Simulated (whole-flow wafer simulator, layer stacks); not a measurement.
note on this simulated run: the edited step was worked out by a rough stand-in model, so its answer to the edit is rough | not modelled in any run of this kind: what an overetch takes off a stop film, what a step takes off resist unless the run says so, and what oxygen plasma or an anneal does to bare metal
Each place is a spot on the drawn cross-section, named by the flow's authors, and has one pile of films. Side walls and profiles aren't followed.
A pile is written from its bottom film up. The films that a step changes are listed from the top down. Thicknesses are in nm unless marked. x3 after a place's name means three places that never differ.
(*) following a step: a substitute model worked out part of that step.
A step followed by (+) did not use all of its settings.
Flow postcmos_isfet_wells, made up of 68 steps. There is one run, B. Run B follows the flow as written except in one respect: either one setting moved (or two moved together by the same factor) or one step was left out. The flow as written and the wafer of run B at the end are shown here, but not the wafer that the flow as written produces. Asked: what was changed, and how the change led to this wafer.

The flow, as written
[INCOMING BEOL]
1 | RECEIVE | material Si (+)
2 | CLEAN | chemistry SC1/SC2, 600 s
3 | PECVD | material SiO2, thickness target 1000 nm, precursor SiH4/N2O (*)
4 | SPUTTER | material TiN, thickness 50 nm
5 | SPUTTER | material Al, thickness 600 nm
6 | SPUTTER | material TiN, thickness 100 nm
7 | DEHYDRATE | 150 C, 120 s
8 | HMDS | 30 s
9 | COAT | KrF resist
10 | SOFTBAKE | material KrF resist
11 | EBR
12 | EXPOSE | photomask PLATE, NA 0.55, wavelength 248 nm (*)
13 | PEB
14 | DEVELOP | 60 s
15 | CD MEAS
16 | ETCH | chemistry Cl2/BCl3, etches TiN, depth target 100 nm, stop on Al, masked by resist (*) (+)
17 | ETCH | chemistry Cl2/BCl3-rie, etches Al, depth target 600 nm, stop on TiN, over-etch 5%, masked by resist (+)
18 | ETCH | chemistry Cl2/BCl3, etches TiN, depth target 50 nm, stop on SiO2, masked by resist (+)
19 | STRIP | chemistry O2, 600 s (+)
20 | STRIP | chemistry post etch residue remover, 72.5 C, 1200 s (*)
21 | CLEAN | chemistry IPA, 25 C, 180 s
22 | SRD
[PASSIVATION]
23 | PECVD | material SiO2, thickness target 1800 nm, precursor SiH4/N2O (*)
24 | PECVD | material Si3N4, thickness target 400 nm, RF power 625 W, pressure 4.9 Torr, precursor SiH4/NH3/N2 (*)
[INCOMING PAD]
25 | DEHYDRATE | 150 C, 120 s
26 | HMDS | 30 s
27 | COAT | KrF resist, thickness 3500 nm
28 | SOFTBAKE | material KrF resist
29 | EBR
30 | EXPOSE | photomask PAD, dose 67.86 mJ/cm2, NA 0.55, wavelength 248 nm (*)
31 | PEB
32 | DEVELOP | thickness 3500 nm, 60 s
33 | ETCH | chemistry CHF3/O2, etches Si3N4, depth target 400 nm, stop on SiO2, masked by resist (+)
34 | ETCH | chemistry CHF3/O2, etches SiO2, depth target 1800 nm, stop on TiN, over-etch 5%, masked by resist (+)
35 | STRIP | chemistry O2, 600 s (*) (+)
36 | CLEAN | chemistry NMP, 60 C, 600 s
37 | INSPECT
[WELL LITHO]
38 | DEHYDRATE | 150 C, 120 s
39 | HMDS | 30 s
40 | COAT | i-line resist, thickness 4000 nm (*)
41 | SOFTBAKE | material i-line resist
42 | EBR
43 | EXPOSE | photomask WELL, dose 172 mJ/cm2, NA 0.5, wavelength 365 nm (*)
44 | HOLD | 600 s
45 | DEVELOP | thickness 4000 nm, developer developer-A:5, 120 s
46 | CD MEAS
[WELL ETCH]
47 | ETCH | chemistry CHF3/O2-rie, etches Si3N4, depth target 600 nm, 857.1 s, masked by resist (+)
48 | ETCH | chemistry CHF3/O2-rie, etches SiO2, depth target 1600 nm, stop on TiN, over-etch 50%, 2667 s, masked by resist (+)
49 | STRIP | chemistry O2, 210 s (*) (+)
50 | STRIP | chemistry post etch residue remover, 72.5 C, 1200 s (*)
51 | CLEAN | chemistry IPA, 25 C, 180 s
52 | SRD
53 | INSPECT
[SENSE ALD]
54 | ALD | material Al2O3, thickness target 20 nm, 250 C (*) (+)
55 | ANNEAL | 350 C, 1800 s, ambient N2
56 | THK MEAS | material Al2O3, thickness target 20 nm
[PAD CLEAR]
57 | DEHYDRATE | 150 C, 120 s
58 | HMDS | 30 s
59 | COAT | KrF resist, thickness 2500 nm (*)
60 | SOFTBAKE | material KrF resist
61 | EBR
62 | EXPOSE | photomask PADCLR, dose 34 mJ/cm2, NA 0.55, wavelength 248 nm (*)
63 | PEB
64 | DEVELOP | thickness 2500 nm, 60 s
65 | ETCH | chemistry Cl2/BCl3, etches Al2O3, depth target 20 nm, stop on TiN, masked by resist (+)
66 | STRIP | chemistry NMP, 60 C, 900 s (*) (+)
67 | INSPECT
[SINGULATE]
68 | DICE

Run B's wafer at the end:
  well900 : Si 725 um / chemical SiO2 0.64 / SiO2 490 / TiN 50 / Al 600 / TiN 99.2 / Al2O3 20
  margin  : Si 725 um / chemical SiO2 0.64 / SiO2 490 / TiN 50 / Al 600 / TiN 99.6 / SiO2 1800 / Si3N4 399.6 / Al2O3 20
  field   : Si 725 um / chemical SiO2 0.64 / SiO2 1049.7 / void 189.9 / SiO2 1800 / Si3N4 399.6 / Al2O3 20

Cause: step 3, PECVD: thickness target 490 nm was run, though the flow has thickness target 1000 nm.
One can read it off the wafer: well900 has SiO2 490, and step 3 as written asks for 1000 nm.

How this came from the change, step by step:
  3 | PECVD | material SiO2, thickness target 1000 nm, precursor SiH4/N2O (*)
      field, margin, well900, well1300 x3, pad_rim, pad_clr, pad_open: +490 SiO2 (new film) (as written it would have been: +1000 SiO2 (new film))
